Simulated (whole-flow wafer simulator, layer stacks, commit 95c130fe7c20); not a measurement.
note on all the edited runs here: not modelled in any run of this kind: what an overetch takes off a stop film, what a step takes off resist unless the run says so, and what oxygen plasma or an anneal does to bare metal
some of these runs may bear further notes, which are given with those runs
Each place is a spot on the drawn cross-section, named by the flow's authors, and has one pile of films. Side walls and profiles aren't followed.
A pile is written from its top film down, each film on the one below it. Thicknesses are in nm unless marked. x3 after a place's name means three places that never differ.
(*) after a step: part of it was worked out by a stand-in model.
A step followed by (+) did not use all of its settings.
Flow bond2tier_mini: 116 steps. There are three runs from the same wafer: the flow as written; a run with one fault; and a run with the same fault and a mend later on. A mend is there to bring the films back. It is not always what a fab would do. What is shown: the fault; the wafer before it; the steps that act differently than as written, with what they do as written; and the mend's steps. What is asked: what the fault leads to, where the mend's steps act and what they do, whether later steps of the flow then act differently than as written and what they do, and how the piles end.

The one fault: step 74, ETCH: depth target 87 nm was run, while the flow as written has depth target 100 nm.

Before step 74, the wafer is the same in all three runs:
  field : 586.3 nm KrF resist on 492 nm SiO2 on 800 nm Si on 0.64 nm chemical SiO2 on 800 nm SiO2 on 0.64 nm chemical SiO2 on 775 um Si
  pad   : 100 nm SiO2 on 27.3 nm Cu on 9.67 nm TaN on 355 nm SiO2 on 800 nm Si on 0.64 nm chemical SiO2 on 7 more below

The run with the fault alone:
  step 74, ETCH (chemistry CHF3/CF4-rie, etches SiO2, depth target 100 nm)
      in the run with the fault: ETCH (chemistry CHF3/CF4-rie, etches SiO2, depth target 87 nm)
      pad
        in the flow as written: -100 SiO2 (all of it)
        in the run with the fault: -87 SiO2
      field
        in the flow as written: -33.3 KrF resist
        in the run with the fault: -29 KrF resist
  Steps later in the flow that act otherwise than as written (3 more steps, not shown, differ only slightly: by at most 2% or 0.5 nm, whichever is larger):
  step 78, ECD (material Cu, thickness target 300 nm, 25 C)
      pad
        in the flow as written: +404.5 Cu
        in the run with the fault: +390.9 Cu
  At pad, the piles at the end differ from the flow's by more than 2% or 0.5 nm, whichever is larger.
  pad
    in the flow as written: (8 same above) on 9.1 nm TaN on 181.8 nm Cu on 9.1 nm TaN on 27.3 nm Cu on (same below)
    in the run with the fault: (8 same above) on 9.1 nm TaN on 168.7 nm Cu on 9.22 nm TaN on 13 nm SiO2 on 27.3 nm Cu on (same below)

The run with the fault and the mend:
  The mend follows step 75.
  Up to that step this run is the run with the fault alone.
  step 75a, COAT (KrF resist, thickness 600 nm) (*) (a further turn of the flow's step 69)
      field
        +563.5 KrF resist (new film)
      pad
        +638.2 KrF resist (new film)
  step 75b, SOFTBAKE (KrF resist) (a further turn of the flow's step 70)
      does not change any film at any place that is followed
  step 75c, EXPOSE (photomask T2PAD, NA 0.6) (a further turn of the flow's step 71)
      does not change any film at any place that is followed
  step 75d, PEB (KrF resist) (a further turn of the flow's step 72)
      does not change any film at any place that is followed
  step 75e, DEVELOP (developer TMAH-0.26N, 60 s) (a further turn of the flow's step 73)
      field
        -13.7 KrF resist
      pad
        -638.2 KrF resist (all of it)
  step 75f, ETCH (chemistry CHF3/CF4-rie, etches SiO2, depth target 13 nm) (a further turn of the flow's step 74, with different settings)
      field
        -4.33 KrF resist
      pad
        -13 SiO2 (all of it)
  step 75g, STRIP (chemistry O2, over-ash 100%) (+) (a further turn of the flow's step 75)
      field
        -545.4 KrF resist (all of it)
  None of the later steps of the flow acts differently than as written at any place that is followed.
  The piles end the same as the flow's at every place that both follow.
